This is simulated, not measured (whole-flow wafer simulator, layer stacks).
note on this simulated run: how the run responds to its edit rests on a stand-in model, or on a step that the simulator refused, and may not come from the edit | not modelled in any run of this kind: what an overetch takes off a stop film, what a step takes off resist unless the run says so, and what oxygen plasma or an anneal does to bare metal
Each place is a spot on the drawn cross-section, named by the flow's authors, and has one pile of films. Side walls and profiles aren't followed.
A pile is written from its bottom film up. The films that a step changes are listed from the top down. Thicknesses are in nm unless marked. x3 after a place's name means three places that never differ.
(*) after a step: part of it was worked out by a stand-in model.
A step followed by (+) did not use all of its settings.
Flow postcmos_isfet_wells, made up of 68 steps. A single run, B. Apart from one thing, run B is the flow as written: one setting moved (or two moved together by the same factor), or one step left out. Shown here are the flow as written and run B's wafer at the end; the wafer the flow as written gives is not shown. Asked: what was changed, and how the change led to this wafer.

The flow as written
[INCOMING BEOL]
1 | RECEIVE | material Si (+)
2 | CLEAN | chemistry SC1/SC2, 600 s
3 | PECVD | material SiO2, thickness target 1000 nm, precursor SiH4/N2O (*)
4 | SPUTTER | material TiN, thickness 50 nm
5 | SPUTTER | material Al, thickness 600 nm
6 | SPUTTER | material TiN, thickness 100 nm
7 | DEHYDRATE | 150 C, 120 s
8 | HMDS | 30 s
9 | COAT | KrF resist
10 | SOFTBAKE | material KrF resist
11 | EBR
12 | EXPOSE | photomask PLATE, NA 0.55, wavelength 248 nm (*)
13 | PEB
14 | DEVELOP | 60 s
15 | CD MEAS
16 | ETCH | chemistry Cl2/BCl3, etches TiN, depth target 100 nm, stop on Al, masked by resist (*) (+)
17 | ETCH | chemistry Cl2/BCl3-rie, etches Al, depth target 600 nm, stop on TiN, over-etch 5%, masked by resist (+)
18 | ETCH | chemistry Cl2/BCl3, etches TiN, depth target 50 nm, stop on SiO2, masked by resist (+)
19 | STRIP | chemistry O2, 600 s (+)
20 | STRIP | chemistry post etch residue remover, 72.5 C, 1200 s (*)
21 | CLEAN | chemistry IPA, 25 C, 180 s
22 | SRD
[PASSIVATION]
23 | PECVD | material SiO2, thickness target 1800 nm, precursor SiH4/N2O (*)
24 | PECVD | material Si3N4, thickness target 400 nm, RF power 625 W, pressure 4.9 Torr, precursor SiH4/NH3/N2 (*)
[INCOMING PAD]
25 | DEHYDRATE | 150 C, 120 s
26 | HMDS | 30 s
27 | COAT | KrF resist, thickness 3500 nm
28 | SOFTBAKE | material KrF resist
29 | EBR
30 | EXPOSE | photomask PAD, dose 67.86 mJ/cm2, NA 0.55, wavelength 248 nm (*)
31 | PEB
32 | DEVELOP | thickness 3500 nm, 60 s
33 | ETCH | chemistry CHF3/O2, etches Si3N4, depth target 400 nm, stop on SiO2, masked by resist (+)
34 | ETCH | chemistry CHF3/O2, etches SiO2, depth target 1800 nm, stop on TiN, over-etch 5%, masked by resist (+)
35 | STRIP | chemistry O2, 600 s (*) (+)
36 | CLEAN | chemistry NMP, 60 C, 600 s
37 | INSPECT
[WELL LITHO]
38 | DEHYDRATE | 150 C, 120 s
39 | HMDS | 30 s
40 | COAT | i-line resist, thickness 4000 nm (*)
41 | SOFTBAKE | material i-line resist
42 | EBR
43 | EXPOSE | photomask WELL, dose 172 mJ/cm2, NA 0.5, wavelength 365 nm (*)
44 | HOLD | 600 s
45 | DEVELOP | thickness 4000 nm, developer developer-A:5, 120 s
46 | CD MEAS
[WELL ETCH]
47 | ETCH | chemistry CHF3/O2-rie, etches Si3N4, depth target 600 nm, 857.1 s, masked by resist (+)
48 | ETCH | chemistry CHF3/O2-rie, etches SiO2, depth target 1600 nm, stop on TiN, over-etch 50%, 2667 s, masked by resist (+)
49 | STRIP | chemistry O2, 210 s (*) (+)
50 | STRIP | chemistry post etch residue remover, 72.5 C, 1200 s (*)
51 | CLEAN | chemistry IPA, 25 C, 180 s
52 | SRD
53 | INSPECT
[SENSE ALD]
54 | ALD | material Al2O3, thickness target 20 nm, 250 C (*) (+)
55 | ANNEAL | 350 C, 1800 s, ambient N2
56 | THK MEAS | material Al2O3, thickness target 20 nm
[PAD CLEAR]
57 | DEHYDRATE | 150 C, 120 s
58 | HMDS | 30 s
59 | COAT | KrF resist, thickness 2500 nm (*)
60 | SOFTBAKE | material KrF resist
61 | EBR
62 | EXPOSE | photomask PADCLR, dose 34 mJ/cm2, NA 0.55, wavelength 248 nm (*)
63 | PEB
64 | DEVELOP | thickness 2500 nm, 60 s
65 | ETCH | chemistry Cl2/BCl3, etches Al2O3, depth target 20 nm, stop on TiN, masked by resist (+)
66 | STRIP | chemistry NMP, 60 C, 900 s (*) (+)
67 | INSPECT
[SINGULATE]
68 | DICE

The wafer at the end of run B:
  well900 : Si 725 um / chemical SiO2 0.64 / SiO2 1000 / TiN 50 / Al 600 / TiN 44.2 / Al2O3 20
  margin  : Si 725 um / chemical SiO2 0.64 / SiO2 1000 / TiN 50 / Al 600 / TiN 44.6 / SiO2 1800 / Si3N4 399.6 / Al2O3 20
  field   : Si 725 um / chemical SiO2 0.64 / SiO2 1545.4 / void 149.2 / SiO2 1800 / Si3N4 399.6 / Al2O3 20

What caused this: step 6, SPUTTER: thickness 45 nm was run, while the flow as written has thickness 100 nm.

How this came from the change, step by step:
  6 | SPUTTER | material TiN, thickness 100 nm
      field, margin, well900, well1300 x3, pad_rim, pad_clr, pad_open: +45 TiN (new film) (as written it would have been: +100 TiN (new film))
  16 | ETCH | chemistry Cl2/BCl3, etches TiN, depth target 100 nm, stop on Al, masked by resist (*) (+)
      margin, well900, well1300 x3, pad_rim, pad_clr, pad_open: -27 KrF resist (as written it would have been: -40 KrF resist)
      field: -45 TiN (all of it) (as written it would have been: -100 TiN (all of it))
  19 | STRIP | chemistry O2, 600 s (+)
      margin, well900, well1300 x3, pad_rim, pad_clr, pad_open: -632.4 KrF resist (all of it) (as written it would have been: -619.4 KrF resist (all of it))
  23 | PECVD | material SiO2, thickness target 1800 nm, precursor SiH4/N2O (*)
      field: +1800 SiO2 (new film), +149.2 void (new film), +545.4 SiO2 (as written it would have been: +1800 SiO2 (new film), +189.9 void (new film), +559.7 SiO2)
